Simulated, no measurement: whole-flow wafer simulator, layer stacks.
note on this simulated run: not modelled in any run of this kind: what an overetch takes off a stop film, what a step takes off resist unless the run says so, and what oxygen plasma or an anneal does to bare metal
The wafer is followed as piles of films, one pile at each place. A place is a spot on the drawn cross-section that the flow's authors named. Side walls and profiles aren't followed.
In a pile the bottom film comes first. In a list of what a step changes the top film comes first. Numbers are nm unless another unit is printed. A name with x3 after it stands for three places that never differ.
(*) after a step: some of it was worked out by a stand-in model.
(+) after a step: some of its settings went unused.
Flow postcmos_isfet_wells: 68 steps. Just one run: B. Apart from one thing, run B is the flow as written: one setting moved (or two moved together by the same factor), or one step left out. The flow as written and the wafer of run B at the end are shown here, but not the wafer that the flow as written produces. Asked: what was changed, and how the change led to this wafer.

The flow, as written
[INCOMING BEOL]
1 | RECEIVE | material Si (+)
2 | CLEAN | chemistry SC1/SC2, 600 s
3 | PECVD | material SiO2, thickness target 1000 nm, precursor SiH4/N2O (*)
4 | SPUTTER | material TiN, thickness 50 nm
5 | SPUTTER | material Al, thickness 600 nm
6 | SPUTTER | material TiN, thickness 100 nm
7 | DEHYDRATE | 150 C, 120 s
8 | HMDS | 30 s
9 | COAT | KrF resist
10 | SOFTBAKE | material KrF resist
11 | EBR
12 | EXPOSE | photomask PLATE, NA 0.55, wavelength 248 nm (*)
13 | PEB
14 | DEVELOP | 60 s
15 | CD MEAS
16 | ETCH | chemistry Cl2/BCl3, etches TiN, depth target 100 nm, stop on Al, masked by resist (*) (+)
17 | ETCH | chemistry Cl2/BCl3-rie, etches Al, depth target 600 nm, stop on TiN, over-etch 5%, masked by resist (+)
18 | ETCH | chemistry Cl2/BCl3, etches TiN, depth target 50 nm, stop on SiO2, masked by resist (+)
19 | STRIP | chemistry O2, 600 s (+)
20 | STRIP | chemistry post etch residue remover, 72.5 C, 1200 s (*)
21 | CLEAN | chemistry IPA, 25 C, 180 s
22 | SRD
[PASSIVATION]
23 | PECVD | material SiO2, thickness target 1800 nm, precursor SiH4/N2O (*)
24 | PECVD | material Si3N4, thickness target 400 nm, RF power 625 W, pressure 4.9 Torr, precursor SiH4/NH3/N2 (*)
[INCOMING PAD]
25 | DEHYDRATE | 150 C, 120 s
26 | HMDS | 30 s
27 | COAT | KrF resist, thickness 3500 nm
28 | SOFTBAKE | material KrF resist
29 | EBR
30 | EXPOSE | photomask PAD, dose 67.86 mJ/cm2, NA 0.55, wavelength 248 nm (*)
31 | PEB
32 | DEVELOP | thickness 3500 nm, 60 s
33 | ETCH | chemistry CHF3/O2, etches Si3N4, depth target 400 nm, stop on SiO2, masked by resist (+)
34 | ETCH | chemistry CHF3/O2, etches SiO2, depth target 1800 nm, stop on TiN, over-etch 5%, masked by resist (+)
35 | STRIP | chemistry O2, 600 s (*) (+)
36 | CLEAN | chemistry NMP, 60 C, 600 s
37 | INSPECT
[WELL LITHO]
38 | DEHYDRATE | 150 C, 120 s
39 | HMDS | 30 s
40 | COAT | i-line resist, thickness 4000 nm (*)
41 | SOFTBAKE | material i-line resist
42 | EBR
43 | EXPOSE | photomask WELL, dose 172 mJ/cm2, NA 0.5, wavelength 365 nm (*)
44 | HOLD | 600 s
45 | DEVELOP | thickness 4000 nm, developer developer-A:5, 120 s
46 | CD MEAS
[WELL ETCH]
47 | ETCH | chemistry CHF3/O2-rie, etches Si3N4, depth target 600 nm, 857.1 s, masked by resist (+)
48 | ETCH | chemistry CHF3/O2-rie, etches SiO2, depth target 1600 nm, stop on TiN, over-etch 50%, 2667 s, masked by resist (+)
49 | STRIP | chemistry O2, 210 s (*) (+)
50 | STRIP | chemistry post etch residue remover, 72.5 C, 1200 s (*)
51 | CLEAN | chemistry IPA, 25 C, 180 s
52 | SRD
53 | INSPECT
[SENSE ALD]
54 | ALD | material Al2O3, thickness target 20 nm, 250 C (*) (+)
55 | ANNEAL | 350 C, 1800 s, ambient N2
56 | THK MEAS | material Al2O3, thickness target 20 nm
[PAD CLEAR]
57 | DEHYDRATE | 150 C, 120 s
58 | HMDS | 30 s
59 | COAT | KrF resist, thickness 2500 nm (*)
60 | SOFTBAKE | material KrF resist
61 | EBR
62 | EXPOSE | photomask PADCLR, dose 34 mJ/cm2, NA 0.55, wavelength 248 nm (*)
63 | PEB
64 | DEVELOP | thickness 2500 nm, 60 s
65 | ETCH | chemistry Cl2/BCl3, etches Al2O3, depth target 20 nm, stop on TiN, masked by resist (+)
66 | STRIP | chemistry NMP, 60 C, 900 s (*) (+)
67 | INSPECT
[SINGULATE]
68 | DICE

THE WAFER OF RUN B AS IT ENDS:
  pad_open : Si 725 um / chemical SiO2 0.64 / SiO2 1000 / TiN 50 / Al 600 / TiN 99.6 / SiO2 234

The reason: step 34, ETCH: depth target 1566 nm was run, whereas the flow has depth target 1800 nm.

Step by step, how the change led to this:
  34 | ETCH | chemistry CHF3/O2, etches SiO2, depth target 1800 nm, stop on TiN, over-etch 5%, masked by resist (+)
      pad_open: -1566 SiO2 (in the flow as written it would be: -1800 SiO2 (all of it))
      field, margin, well900, well1300 x3, pad_rim, pad_clr: -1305 KrF resist (in the flow as written it would be: -1500 KrF resist)
  35 | STRIP | chemistry O2, 600 s (*) (+)
      field, margin, well900, well1300 x3, pad_rim, pad_clr: -1808.3 KrF resist (all of it) (in the flow as written it would be: -1613.3 KrF resist (all of it))
  40 | COAT | i-line resist, thickness 4000 nm (*)
      pad_clr: +3330 i-line resist (new film) (in the flow as written it would be: +3256.8 i-line resist (new film))
  41 | SOFTBAKE | material i-line resist
      pad_clr: -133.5 i-line resist (in the flow as written it would be: -156.7 i-line resist)
      pad_open: +104.8 i-line resist (in the flow as written it would be: +115.3 i-line resist)
  49 | STRIP | chemistry O2, 210 s (*) (+)
      pad_clr: -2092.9 i-line resist (all of it) (in the flow as written it would be: -1996.5 i-line resist (all of it))
      pad_open: -3721.9 i-line resist (all of it) (in the flow as written it would be: -3816.3 i-line resist (all of it))
  59 | COAT | KrF resist, thickness 2500 nm (*)
      pad_rim: +2029.7 KrF resist (new film) (in the flow as written it would be: +1976.4 KrF resist (new film))
      pad_clr: +1770.3 KrF resist (new film) (in the flow as written it would be: +1691.6 KrF resist (new film))
  63 | PEB
      pad_clr: -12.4 KrF resist (in the flow as written it would be: -11.8 KrF resist)
  64 | DEVELOP | thickness 2500 nm, 60 s
      pad_clr: -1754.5 KrF resist (all of it) (in the flow as written it would be: -1676 KrF resist (all of it))
  66 | STRIP | chemistry NMP, 60 C, 900 s (*) (+)
      pad_rim: -1976.5 KrF resist (all of it) (in the flow as written it would be: -1923.7 KrF resist (all of it))
